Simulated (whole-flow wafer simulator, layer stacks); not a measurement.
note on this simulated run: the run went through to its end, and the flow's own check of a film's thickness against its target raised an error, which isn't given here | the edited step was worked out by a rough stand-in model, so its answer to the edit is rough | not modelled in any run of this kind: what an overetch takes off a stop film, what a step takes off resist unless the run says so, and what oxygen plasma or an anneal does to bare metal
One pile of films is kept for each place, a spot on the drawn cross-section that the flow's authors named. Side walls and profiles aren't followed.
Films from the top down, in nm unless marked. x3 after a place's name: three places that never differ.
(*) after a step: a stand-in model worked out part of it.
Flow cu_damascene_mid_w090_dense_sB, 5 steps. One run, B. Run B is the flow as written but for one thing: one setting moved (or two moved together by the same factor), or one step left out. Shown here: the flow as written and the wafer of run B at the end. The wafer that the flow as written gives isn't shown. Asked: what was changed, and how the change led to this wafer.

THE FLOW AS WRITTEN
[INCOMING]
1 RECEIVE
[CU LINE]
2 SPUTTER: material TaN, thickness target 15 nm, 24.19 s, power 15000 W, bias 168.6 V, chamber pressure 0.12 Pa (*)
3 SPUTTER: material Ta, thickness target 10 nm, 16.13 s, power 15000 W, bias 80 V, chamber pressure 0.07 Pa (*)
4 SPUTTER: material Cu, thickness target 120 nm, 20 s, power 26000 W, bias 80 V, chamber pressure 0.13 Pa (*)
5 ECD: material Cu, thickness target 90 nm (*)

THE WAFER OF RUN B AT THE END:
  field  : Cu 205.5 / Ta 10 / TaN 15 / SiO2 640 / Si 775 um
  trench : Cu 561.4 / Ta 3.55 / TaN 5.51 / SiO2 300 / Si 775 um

The cause: step 5, ECD: thickness target 85.5 nm was run, where the flow has thickness target 90 nm.

How the change led to this, step by step:
  5 ECD: material Cu, thickness target 90 nm (*)
      field: Cu +85.5 (as written it would be: Cu +90)
